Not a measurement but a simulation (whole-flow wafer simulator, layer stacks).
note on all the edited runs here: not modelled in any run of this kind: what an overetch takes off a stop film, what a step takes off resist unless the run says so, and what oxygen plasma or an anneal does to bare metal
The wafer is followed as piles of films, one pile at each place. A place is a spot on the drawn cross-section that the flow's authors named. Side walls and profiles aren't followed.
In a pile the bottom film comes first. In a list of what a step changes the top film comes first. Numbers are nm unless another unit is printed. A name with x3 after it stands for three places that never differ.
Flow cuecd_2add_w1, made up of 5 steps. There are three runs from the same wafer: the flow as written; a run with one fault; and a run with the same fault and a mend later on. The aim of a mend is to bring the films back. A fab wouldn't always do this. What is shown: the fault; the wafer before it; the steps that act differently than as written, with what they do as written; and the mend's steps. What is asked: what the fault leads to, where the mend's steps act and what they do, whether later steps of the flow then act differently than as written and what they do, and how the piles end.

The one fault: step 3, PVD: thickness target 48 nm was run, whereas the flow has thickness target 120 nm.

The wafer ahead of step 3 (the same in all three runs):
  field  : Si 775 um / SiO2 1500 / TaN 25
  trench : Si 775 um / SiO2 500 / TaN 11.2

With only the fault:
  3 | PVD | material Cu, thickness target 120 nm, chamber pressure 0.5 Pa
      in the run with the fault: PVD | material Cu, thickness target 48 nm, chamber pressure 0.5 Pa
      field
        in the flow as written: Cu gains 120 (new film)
        in the run with the fault: Cu gains 48 (new film)
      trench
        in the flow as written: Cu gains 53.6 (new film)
        in the run with the fault: Cu gains 21.9 (new film)
  Every later step of the flow that is run acts as written, at every place that is followed, to within 2% or 0.5 nm, whichever is larger.
  The piles end different from the flow's at field, trench by more than 2% or 0.5 nm, whichever is larger.
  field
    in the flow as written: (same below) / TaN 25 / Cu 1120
    in the run with the fault: (same below) / TaN 25 / Cu 1048
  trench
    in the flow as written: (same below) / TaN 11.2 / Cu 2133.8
    in the run with the fault: (same below) / TaN 11.2 / Cu 2061.8

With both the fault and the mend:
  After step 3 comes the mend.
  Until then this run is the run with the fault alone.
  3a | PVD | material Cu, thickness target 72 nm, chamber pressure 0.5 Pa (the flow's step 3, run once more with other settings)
      field
        Cu gains 72
      trench
        Cu gains 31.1
  Every later step of the flow that is run acts as written, at every place that is followed, to within 2% or 0.5 nm, whichever is larger.
  By the end, the piles equal the flow's at every place that both follow.
